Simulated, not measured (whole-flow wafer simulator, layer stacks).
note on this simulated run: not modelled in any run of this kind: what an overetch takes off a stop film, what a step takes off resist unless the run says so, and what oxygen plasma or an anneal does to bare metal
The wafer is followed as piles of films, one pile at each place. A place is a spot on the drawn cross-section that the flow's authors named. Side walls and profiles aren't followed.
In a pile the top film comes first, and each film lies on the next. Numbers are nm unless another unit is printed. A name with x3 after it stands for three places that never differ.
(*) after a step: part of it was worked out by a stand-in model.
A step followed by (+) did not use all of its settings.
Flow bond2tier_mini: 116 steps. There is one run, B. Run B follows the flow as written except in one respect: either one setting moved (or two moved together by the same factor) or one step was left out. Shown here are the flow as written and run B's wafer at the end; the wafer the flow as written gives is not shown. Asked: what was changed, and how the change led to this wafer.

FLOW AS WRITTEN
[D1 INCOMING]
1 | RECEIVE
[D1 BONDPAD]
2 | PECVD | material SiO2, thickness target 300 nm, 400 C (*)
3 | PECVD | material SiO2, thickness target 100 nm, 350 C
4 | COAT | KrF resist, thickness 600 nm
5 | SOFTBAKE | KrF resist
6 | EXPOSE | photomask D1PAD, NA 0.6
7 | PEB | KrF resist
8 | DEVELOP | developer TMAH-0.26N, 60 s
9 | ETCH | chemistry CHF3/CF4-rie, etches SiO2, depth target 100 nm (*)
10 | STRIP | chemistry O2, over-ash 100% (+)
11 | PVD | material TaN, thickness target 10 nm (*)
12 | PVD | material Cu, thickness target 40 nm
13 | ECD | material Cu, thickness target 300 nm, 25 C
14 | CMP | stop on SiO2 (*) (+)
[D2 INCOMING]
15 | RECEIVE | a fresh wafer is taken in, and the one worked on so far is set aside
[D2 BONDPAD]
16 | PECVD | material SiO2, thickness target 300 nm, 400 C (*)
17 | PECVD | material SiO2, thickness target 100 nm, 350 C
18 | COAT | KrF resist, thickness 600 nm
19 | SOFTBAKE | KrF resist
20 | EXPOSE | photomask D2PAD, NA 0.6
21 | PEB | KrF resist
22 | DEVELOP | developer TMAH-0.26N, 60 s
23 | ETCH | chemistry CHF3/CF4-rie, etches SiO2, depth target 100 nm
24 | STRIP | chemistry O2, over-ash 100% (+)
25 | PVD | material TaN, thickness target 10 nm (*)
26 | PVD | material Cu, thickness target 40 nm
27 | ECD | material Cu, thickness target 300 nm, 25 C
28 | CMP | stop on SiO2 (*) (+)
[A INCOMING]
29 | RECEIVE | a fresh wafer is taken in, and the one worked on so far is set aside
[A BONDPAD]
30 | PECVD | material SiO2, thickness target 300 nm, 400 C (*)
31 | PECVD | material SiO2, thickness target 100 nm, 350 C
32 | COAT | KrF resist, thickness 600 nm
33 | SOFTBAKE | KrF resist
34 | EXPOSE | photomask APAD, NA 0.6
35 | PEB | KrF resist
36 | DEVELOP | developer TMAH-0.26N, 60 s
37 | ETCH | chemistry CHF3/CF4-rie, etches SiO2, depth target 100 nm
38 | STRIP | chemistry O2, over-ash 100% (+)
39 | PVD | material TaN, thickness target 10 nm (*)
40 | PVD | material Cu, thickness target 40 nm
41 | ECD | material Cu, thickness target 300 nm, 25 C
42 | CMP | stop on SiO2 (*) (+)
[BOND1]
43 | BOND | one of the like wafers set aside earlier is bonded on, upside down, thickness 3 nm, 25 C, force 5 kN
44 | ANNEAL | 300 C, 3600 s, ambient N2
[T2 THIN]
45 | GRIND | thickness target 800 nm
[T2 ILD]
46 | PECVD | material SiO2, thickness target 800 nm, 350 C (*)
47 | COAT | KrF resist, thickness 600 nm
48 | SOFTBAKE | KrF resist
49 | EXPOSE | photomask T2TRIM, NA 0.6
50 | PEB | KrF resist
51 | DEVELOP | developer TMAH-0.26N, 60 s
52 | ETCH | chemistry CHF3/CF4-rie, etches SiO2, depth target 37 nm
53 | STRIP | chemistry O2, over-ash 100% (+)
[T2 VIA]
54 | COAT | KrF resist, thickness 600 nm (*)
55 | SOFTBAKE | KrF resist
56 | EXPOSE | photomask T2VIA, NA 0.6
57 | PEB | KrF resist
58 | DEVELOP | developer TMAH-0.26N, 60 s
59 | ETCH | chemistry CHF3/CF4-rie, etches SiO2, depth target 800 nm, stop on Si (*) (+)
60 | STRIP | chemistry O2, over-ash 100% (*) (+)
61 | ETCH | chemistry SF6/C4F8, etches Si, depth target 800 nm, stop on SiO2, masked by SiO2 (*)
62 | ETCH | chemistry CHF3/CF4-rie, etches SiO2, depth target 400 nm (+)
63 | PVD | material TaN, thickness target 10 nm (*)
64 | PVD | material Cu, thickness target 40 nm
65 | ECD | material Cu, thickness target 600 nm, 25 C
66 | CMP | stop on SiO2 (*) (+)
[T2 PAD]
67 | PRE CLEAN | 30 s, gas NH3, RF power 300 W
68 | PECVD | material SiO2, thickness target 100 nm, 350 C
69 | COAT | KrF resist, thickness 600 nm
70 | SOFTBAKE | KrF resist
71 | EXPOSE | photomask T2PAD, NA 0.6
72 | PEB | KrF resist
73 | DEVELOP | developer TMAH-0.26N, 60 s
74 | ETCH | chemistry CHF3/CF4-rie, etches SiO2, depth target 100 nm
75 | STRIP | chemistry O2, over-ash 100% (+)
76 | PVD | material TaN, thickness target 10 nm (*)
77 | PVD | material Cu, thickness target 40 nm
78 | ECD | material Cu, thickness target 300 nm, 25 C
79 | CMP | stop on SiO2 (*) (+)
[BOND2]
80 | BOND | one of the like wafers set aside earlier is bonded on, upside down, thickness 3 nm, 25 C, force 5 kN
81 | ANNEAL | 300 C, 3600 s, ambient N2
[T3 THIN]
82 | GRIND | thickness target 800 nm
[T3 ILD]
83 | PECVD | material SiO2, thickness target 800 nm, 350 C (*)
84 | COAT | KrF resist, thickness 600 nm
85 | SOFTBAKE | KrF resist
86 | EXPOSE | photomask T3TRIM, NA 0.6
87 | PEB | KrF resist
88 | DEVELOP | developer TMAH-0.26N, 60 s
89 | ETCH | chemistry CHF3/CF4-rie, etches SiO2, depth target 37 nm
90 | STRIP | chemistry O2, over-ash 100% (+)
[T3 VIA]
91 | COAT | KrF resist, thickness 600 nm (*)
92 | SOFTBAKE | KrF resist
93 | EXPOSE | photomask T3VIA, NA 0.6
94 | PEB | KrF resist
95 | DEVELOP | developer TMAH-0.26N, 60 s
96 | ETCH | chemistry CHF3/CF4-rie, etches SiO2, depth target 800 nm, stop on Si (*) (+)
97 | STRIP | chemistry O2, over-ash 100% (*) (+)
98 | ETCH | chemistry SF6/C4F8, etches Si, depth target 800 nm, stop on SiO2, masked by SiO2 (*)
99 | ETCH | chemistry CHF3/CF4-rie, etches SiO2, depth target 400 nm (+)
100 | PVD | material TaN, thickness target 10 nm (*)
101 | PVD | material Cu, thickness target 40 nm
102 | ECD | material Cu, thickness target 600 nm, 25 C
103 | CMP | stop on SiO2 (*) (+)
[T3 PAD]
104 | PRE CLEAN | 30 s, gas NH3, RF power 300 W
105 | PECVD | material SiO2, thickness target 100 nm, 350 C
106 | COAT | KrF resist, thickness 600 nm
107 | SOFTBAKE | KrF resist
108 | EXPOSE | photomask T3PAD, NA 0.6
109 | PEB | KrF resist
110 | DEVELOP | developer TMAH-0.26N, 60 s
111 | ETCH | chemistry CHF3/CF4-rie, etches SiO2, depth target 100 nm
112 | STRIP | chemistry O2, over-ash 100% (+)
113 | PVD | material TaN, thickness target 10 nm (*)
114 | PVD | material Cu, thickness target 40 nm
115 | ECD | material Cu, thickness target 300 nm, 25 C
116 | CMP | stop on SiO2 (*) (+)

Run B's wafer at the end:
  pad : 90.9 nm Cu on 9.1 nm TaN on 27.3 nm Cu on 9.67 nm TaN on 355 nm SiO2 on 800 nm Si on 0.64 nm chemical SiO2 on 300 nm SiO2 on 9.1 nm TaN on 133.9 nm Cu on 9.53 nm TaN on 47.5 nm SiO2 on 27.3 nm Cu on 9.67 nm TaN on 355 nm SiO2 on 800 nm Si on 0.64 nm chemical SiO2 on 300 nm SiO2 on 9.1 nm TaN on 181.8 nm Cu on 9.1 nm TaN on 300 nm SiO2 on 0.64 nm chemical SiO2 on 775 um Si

Cause: step 74, ETCH: depth target 52.5 nm was run, whereas the flow has depth target 100 nm.

The path from the change to this, step by step:
  74 | ETCH | chemistry CHF3/CF4-rie, etches SiO2, depth target 100 nm
      pad: SiO2 loses 52.5 (it would be, as written: SiO2 loses 100 (all of it))
      field: KrF resist loses 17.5 (it would be, as written: KrF resist loses 33.3)
  75 | STRIP | chemistry O2, over-ash 100% (+)
      field: KrF resist loses 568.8 (all of it) (it would be, as written: KrF resist loses 552.9 (all of it))
  77 | PVD | material Cu, thickness target 40 nm
      pad: Cu gains 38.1 (new film) (it would be, as written: Cu gains 36.4 (new film))
  78 | ECD | material Cu, thickness target 300 nm, 25 C
      pad: Cu gains 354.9 (it would be, as written: Cu gains 404.5)
With metal films that touch counted as one body, pad has 4 bodies (between them, from the top down: SiO2 355 / Si 800 / chemical SiO2 0.64 / SiO2 300; SiO2 47.5; SiO2 355 / Si 800 / chemical SiO2 0.64 / SiO2 300); the flow as written gives 3 bodies (between them, from the top down: SiO2 355 / Si 800 / chemical SiO2 0.64 / SiO2 300; SiO2 355 / Si 800 / chemical SiO2 0.64 / SiO2 300).
